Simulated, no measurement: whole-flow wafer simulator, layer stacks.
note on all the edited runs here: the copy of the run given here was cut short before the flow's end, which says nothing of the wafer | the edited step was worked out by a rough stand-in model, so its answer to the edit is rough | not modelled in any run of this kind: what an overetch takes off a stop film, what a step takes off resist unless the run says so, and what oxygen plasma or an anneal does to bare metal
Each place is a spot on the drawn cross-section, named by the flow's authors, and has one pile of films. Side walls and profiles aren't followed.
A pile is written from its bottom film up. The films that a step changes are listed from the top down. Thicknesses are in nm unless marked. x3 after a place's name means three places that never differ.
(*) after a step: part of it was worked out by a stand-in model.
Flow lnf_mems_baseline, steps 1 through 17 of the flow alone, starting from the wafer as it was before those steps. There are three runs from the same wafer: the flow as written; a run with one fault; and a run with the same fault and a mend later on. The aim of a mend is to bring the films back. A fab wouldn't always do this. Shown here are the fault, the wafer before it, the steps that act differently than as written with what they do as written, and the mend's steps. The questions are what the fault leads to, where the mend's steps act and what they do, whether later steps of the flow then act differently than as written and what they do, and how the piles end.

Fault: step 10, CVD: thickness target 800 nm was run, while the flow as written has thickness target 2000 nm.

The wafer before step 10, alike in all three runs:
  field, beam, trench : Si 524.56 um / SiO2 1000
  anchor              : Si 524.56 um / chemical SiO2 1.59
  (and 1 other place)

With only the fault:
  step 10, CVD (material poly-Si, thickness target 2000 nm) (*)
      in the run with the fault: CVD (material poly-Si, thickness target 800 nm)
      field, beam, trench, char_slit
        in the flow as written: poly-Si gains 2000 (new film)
        in the run with the fault: poly-Si gains 800 (new film)
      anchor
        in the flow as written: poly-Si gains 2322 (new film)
        in the run with the fault: poly-Si gains 800 (new film)
  Steps later in the flow that act otherwise than as written (1 more step, not shown, differs only slightly: by at most 2% or 0.5 nm, whichever is larger):
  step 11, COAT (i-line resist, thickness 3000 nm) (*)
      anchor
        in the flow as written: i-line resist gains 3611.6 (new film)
        in the run with the fault: i-line resist gains 3873.7 (new film)
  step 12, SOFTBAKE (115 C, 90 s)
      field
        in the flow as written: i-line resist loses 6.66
        in the run with the fault: i-line resist loses 12.9
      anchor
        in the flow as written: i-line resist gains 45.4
        in the run with the fault: i-line resist gains 86.2
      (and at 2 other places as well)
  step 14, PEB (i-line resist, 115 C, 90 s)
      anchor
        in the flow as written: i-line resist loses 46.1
        in the run with the fault: i-line resist loses 51.6
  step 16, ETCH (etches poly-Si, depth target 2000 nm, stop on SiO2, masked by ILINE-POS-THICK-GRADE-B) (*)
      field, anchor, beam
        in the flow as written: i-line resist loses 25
        in the run with the fault: i-line resist loses 15
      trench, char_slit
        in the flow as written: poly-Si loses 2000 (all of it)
        in the run with the fault: poly-Si loses 800 (all of it)
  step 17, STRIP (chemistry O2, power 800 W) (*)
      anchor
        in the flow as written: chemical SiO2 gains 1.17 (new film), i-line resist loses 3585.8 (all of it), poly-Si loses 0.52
        in the run with the fault: chemical SiO2 gains 1.2 (new film), i-line resist loses 3893.2 (all of it), poly-Si loses 0.53
  At field, anchor, beam, the piles at the end differ from the flow's by more than 2% or 0.5 nm, whichever is larger.
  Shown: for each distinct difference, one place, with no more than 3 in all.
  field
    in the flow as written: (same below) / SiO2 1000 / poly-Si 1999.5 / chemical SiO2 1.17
    in the run with the fault: (same below) / SiO2 1000 / poly-Si 799.5 / chemical SiO2 1.2
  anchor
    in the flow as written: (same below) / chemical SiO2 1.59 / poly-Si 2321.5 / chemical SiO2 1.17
    in the run with the fault: (same below) / chemical SiO2 1.59 / poly-Si 799.5 / chemical SiO2 1.2

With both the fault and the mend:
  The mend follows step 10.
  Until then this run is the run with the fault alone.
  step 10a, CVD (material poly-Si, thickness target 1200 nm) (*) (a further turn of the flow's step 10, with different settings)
      field, beam, trench, char_slit
        poly-Si gains 1200
      anchor
        poly-Si gains 1520.9
  Later steps of the flow that are run all act as written at every place that is followed, up to a difference of at most 2% or 0.5 nm, whichever is larger.
  When the end is reached, the piles differ only a little from the flow's at the places that both follow, at most by 2% or 0.5 nm, whichever is larger.
